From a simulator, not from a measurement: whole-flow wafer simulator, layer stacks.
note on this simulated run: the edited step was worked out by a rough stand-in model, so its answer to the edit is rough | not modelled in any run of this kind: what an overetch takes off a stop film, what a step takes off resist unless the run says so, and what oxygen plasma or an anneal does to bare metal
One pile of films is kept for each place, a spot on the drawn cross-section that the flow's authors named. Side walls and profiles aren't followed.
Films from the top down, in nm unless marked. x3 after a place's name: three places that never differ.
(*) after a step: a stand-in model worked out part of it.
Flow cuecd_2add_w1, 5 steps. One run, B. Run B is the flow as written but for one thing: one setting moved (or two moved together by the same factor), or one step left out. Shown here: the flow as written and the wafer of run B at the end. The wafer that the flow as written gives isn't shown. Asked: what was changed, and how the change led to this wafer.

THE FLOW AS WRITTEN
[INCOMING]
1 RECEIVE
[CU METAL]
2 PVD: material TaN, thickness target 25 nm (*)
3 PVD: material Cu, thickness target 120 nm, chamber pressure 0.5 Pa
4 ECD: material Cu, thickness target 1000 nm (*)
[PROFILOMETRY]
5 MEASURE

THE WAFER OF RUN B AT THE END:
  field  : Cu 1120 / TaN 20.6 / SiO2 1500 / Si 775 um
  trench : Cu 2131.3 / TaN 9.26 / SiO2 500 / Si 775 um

The cause: step 2, PVD: thickness target 20.6 nm was run, where the flow has thickness target 25 nm.
It can be read off the wafer: field has TaN 20.6, and step 2 as written asks for 25 nm.

How the change led to this, step by step:
  2 PVD: material TaN, thickness target 25 nm (*)
      field: TaN +20.6 (new film) (as written it would be: TaN +25 (new film))
      trench: TaN +9.26 (new film) (as written it would be: TaN +11.2 (new film))
